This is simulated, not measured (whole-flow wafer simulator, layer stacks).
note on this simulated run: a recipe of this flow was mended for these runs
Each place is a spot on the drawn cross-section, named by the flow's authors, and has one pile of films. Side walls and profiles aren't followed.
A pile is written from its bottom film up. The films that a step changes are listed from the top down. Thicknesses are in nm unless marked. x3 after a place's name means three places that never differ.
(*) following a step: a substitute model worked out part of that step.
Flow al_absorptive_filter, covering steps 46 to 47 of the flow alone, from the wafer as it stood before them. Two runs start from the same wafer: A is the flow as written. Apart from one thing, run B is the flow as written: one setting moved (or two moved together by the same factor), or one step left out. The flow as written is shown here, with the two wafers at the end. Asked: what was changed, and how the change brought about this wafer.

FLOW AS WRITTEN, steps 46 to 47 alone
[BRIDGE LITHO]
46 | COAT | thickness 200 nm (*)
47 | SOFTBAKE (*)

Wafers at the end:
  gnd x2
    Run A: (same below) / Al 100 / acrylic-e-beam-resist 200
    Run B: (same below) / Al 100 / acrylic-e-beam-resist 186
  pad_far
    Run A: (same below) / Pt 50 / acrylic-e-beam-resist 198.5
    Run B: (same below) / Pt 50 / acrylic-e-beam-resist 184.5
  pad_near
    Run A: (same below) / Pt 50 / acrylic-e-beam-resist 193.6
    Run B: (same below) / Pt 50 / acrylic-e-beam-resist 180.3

The reason: step 46, COAT: thickness 186 nm was run, though the flow has thickness 200 nm.
The wafer lets one read it off: gnd x2 has acrylic-e-beam-resist 186, and step 46 as written asks for 200 nm.

How this came from the change, step by step:
  46 | COAT | thickness 200 nm (*)
      gnd x2, idc_field: A acrylic-e-beam-resist gains 200 (new film) | B acrylic-e-beam-resist gains 186 (new film)
      pad_far: A acrylic-e-beam-resist gains 198.5 (new film) | B acrylic-e-beam-resist gains 184.5 (new film)
      (as well as at 10 more places)
